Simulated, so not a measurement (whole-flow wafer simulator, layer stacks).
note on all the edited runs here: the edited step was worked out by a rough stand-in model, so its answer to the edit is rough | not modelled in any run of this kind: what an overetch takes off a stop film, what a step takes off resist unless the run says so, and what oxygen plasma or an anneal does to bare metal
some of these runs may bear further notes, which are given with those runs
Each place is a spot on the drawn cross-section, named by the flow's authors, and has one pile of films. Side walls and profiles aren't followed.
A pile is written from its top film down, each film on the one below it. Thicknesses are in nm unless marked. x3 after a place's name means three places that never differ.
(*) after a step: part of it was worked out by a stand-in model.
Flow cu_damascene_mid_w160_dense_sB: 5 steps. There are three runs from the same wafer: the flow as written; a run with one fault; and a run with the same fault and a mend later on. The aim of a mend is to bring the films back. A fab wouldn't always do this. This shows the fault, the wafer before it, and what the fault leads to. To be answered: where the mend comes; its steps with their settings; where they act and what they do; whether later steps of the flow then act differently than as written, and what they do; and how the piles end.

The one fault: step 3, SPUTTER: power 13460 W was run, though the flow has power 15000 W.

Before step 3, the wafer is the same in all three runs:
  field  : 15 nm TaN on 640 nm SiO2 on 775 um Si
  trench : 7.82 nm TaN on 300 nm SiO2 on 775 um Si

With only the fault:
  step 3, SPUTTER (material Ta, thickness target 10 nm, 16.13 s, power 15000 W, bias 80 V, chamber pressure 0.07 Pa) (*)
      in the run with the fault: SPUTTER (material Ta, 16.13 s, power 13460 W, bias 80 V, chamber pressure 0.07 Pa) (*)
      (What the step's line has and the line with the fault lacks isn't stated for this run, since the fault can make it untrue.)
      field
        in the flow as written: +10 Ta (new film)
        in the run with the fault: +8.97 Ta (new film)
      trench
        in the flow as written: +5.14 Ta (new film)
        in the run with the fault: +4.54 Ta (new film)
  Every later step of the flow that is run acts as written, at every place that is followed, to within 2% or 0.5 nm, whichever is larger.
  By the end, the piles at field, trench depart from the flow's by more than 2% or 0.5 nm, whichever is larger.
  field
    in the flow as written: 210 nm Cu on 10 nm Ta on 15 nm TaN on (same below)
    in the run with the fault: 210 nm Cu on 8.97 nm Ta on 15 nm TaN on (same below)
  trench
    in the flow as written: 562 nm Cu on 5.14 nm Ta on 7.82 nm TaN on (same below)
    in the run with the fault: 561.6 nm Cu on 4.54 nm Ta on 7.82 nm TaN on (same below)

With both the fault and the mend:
  After step 3 comes the mend.
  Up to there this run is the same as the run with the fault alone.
  step 3a, SPUTTER (material Ta, thickness target 1.053 nm, 1.698 s, power 15000 W, bias 80 V, chamber pressure 0.07 Pa) (*) (a further turn of the flow's step 3, with different settings)
      field
        +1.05 Ta
      trench
        +0.53 Ta
  Every later step of the flow that is run acts as written, at every place that is followed, to within 2% or 0.5 nm, whichever is larger.
  When the end is reached, the piles differ only a little from the flow's at the places that both follow, at most by 2% or 0.5 nm, whichever is larger.
